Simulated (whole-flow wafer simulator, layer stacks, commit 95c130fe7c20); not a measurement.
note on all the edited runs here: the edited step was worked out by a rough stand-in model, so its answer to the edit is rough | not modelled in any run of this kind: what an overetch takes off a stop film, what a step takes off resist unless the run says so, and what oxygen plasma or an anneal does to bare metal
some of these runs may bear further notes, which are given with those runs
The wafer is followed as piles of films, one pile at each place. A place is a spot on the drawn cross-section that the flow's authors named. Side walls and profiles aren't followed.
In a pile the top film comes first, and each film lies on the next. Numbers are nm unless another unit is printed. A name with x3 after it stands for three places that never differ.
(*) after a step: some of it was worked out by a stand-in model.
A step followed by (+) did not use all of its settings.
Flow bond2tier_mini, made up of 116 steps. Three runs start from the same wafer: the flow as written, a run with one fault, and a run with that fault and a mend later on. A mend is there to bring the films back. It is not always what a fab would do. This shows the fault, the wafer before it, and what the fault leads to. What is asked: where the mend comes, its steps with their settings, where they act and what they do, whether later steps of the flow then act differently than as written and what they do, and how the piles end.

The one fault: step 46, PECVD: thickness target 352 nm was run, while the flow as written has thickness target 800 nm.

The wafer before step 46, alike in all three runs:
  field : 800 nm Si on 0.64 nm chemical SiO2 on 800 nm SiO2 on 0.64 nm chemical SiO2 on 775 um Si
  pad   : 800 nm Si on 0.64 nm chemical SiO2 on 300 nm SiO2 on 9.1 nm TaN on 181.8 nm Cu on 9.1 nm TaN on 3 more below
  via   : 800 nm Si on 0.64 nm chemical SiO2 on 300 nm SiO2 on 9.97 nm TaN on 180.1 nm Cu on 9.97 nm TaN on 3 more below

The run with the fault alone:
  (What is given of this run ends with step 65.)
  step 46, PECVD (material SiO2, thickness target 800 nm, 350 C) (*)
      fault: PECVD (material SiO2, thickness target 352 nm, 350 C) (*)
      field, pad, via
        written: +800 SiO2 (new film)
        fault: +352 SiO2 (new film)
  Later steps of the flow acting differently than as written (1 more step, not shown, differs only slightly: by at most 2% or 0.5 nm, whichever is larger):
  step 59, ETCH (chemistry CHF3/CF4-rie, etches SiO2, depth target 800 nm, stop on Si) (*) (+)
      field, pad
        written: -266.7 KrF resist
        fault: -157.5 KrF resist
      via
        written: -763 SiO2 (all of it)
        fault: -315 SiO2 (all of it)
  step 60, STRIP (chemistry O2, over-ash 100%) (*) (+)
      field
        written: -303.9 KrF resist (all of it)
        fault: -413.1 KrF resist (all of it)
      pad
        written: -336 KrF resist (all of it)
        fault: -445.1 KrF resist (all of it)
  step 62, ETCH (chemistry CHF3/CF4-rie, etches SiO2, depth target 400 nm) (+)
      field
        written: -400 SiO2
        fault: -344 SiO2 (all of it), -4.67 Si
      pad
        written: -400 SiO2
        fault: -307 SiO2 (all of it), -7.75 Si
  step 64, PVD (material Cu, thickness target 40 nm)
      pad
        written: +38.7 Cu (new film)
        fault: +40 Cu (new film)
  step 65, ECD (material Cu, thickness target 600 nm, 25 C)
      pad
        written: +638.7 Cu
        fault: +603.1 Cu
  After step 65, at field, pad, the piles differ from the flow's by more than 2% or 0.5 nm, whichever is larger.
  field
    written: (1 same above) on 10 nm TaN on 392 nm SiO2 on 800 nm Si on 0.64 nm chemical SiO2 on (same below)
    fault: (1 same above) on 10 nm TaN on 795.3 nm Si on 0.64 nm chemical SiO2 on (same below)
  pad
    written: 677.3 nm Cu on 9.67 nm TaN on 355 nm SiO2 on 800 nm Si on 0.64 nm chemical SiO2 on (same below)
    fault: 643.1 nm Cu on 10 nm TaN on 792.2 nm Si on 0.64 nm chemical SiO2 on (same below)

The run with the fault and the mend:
  The mend stands after step 51.
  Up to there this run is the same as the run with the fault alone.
  step 51a, STRIP (chemistry O2, over-ash 100%) (+)
      field
        -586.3 KrF resist (all of it)
  step 51b, PECVD (material SiO2, thickness target 448 nm, 350 C) (*) (the flow's step 46, run once more with other settings)
      field, pad, via
        +448 SiO2
  step 51c, COAT (KrF resist, thickness 600 nm) (the flow's step 47, run once more)
      field, pad, via
        +600 KrF resist (new film)
  step 51d, SOFTBAKE (KrF resist) (the flow's step 48, run once more)
      leaves every film unchanged at each place that is followed
  step 51e, EXPOSE (photomask T2TRIM, NA 0.6) (the flow's step 49, run once more)
      leaves every film unchanged at each place that is followed
  step 51f, PEB (KrF resist) (the flow's step 50, run once more)
      leaves every film unchanged at each place that is followed
  step 51g, DEVELOP (developer TMAH-0.26N, 60 s) (the flow's step 51, run once more)
      pad, via
        -600 KrF resist (all of it)
      field
        -13.7 KrF resist
  None of the later steps of the flow acts differently than as written at any place that is followed.
  The piles end the same as the flow's at every place that both follow.
